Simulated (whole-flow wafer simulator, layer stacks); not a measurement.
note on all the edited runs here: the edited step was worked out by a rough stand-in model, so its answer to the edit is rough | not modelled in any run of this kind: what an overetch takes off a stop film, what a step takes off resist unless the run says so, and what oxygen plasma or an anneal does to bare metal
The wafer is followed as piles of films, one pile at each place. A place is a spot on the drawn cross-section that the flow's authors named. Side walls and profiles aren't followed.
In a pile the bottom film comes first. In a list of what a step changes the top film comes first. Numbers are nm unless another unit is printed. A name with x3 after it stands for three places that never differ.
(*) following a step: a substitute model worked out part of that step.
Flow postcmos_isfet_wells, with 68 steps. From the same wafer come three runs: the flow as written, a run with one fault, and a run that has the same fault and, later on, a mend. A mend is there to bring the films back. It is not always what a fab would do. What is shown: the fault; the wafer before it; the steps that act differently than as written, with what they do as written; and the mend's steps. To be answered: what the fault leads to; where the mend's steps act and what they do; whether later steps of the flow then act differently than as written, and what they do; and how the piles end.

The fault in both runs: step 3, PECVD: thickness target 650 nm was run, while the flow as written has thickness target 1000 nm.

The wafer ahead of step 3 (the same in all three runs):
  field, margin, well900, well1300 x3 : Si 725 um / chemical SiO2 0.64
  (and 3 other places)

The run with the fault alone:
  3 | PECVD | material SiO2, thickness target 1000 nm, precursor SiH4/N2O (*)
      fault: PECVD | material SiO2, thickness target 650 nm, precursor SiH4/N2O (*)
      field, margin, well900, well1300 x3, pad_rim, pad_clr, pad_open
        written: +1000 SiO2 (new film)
        fault: +650 SiO2 (new film)
  Later steps of the flow that are run all act as written at every place that is followed.
  At field, margin, well900, well1300 x3, pad_rim, pad_clr, pad_open, the piles at the end differ from the flow's by more than 2% or 0.5 nm, whichever is larger.
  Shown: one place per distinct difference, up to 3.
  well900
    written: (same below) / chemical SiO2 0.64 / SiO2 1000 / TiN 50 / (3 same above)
    fault: (same below) / chemical SiO2 0.64 / SiO2 650 / TiN 50 / (3 same above)
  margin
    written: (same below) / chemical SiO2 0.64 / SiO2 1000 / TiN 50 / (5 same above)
    fault: (same below) / chemical SiO2 0.64 / SiO2 650 / TiN 50 / (5 same above)
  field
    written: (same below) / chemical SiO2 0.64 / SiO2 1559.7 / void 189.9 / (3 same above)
    fault: (same below) / chemical SiO2 0.64 / SiO2 1209.7 / void 189.9 / (3 same above)

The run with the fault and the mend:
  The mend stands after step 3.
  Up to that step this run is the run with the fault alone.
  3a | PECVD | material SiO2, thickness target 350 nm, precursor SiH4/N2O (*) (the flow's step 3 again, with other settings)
      field, margin, well900, well1300 x3, pad_rim, pad_clr, pad_open
        +350 SiO2
  Later steps of the flow that are run all act as written at every place that is followed.
  The piles end the same as the flow's at every place that both follow.
